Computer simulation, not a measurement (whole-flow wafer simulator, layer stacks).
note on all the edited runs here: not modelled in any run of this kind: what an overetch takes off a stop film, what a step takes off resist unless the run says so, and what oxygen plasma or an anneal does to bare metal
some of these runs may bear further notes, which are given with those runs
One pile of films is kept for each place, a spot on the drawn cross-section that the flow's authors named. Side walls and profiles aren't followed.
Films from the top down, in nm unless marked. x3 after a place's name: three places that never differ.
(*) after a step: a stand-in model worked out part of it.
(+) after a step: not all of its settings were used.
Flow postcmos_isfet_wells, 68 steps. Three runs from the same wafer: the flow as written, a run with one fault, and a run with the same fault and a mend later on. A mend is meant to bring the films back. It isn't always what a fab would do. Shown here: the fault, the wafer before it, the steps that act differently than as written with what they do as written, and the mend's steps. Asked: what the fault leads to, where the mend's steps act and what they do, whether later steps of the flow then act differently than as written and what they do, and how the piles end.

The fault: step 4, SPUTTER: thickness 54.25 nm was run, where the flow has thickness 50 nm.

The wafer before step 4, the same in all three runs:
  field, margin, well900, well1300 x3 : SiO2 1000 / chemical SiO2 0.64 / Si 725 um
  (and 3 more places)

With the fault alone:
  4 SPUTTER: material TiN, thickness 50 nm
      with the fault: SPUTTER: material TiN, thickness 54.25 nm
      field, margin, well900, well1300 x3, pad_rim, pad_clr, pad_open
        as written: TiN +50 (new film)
        with the fault: TiN +54.2 (new film)
  Later steps of the flow that act differently than as written (1 more step differs only slightly, by at most 2% or 0.5 nm, whichever is larger, and isn't shown):
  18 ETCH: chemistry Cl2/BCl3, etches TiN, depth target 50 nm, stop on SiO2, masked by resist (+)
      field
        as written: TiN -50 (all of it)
        with the fault: TiN -50
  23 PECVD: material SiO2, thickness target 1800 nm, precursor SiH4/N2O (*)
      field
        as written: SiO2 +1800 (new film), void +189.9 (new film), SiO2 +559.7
        with the fault: SiO2 +1800 (new film), void +190.2 (new film), SiO2 +559.8 (new film)
  At the end the piles differ from the flow's by more than 2% or 0.5 nm, whichever is larger, at field, margin, well900, well1300 x3, pad_rim, pad_clr, pad_open.
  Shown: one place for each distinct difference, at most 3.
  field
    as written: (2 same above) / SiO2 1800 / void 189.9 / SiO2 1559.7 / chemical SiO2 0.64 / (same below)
    with the fault: (2 same above) / SiO2 1800 / void 190.2 / SiO2 559.8 / TiN 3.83 / SiO2 1000 / chemical SiO2 0.64 / (same below)
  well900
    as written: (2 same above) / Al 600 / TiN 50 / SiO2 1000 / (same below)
    with the fault: (2 same above) / Al 600 / TiN 54.2 / SiO2 1000 / (same below)
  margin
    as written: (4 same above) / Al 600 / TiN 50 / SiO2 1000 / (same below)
    with the fault: (4 same above) / Al 600 / TiN 54.2 / SiO2 1000 / (same below)

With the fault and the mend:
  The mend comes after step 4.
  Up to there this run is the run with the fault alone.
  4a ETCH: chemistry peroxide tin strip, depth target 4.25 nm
      field, margin, well900, well1300 x3, pad_rim, pad_clr, pad_open
        TiN -4.25
  No later step of the flow acts differently than as written at any place that is followed.
  At the end the piles are the same as the flow's at every place that both follow.
